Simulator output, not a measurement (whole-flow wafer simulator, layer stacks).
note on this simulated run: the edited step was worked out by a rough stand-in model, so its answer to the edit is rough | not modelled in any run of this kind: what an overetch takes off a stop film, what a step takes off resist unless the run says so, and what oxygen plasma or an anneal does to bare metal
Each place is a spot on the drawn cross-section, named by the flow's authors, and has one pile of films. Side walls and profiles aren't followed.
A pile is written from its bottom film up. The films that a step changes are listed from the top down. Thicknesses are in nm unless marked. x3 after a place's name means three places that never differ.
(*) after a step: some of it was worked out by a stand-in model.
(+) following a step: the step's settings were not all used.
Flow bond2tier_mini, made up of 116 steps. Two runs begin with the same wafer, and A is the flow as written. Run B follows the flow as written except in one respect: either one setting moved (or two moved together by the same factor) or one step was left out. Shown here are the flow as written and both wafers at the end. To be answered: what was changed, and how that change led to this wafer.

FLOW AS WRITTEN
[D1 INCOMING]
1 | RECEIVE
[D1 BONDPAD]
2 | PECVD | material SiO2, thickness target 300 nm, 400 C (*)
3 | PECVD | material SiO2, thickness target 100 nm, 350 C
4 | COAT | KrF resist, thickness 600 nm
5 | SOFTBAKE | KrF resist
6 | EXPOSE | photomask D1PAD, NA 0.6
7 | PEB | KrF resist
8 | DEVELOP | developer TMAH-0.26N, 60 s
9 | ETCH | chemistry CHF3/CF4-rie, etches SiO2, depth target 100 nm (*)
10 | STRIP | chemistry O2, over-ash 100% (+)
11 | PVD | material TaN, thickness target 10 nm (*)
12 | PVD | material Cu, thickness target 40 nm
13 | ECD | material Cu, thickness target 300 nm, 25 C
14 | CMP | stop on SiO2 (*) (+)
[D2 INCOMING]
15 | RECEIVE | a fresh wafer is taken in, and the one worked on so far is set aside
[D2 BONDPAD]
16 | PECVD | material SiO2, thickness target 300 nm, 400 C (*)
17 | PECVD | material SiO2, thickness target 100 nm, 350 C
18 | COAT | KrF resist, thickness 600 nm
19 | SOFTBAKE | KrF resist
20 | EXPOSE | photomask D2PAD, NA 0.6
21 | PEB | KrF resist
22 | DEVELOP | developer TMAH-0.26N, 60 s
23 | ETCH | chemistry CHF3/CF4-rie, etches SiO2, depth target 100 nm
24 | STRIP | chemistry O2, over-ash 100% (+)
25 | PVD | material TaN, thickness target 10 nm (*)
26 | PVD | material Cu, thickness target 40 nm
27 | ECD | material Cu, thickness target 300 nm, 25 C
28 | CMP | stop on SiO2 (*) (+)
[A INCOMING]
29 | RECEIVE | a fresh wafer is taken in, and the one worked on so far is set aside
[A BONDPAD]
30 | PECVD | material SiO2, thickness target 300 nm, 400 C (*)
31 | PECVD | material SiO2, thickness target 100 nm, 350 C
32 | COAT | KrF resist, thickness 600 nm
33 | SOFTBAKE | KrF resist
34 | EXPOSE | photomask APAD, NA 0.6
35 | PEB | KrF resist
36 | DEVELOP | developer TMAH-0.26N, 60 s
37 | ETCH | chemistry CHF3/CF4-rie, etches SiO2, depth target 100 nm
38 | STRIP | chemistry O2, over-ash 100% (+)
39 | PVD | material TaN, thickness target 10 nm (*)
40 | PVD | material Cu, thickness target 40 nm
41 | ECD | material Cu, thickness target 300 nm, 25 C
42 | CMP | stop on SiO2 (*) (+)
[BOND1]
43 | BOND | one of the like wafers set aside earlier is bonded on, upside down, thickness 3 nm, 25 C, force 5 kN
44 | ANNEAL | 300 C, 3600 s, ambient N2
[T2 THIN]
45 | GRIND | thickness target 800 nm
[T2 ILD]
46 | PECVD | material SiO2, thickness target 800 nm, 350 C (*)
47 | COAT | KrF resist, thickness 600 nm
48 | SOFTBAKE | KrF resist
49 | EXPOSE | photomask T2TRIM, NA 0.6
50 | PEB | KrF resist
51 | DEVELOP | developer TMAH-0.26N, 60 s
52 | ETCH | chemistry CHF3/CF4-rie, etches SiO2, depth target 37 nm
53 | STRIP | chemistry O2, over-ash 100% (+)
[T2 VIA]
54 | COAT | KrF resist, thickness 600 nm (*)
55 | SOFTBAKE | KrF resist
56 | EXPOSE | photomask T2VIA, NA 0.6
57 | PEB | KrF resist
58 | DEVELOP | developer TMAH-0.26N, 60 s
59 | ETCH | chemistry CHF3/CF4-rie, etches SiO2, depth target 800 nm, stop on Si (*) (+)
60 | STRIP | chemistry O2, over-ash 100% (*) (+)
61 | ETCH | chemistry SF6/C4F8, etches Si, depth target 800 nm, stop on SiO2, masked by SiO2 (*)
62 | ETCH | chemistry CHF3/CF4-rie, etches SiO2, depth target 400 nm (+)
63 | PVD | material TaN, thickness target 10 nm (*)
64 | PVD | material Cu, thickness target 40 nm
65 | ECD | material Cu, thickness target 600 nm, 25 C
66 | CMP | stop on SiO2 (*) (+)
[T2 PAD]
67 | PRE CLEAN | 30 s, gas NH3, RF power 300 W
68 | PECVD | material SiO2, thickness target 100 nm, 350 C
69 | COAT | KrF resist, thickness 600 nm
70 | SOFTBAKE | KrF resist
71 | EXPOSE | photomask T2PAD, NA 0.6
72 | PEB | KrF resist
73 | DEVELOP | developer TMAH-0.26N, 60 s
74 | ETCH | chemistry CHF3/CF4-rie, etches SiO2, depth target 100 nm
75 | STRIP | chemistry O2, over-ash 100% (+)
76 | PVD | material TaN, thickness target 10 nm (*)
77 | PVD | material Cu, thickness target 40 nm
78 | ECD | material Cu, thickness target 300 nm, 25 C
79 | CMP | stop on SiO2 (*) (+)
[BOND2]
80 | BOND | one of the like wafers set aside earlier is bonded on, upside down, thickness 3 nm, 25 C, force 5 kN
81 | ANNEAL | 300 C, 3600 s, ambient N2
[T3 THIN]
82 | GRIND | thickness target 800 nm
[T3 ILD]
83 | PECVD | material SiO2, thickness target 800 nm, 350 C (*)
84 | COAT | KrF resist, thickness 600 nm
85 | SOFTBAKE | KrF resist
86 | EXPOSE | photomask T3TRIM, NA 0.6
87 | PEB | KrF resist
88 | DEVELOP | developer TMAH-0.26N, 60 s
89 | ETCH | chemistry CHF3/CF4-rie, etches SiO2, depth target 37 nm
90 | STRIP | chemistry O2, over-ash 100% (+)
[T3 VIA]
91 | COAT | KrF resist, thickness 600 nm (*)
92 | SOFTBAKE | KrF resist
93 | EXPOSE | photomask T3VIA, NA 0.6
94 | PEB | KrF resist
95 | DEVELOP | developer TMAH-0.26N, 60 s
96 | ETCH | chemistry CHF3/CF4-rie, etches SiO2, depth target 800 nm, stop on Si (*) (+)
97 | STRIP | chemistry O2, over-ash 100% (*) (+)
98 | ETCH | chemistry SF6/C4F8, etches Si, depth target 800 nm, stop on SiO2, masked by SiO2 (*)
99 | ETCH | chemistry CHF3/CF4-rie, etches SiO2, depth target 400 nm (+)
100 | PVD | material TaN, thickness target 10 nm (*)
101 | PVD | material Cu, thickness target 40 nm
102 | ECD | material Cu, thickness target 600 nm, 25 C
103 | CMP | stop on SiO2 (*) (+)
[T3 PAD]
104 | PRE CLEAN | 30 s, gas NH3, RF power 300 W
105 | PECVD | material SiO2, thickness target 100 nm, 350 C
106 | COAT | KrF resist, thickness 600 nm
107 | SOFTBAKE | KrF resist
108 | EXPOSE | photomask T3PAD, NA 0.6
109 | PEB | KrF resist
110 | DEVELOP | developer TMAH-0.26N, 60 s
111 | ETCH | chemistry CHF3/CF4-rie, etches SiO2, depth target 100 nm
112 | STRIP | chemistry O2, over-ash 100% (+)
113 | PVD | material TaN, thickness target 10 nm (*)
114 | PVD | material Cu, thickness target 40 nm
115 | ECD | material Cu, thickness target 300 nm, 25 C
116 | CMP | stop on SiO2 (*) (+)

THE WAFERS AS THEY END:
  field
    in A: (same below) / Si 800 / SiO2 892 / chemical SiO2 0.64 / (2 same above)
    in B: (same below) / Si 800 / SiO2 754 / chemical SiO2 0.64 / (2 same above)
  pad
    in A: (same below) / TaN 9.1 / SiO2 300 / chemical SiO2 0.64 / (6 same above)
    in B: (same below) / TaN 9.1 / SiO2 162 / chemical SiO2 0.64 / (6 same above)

Cause: step 16, PECVD: thickness target 162 nm was run, though the flow has thickness target 300 nm.
One can read it off the wafer: pad has SiO2 162, and step 16 as written asks for 300 nm.

Step by step, how the change led to this:
  16 | PECVD | material SiO2, thickness target 300 nm, 400 C (*)
      field, pad, via: A SiO2 gains 300 (new film) | B SiO2 gains 162 (new film)
  80 | BOND | one of the like wafers set aside earlier is bonded on, upside down, thickness 3 nm, 25 C, force 5 kN
      field: A Si gains 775 um (new film), chemical SiO2 gains 0.64 (new film), SiO2 gains 400 | B Si gains 775 um (new film), chemical SiO2 gains 0.64 (new film), SiO2 gains 262
      pad: A Si gains 775 um (new film), chemical SiO2 gains 0.64 (new film), SiO2 gains 300 (new film), TaN gains 9.1 (new film), Cu gains 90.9 | B Si gains 775 um (new film), chemical SiO2 gains 0.64 (new film), SiO2 gains 162 (new film), TaN gains 9.1 (new film), Cu gains 90.9
